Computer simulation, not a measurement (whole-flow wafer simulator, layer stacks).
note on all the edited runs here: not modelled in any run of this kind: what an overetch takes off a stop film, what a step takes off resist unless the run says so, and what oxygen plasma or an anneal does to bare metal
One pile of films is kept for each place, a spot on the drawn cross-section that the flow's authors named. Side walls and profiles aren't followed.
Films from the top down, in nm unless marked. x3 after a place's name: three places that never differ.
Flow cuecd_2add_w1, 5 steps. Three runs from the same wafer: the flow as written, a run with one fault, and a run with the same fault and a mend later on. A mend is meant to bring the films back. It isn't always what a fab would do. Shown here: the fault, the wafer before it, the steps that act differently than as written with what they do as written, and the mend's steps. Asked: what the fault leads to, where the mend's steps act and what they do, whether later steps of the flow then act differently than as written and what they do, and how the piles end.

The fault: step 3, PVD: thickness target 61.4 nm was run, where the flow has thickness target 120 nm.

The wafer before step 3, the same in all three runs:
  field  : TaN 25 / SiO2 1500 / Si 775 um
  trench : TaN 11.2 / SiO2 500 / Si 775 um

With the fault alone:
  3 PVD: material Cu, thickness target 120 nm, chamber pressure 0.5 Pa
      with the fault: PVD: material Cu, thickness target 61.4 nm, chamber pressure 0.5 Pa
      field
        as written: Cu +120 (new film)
        with the fault: Cu +61.4 (new film)
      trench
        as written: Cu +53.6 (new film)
        with the fault: Cu +27.9 (new film)
  No later step of the flow acts differently than as written, at any place that is followed, by more than 2% or 0.5 nm, whichever is larger.
  At the end the piles differ from the flow's by more than 2% or 0.5 nm, whichever is larger, at field, trench.
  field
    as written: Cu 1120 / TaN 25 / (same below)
    with the fault: Cu 1061.4 / TaN 25 / (same below)
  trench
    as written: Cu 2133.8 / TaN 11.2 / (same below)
    with the fault: Cu 2075.2 / TaN 11.2 / (same below)

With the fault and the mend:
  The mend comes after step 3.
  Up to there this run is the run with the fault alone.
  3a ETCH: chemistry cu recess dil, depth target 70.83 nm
      field
        Cu -61.4 (all of it)
      trench
        Cu -27.9 (all of it)
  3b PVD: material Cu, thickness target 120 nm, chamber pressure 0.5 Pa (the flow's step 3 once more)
      field
        Cu +120 (new film)
      trench
        Cu +53.6 (new film)
  No later step of the flow acts differently than as written at any place that is followed.
  At the end the piles are the same as the flow's at every place that both follow.
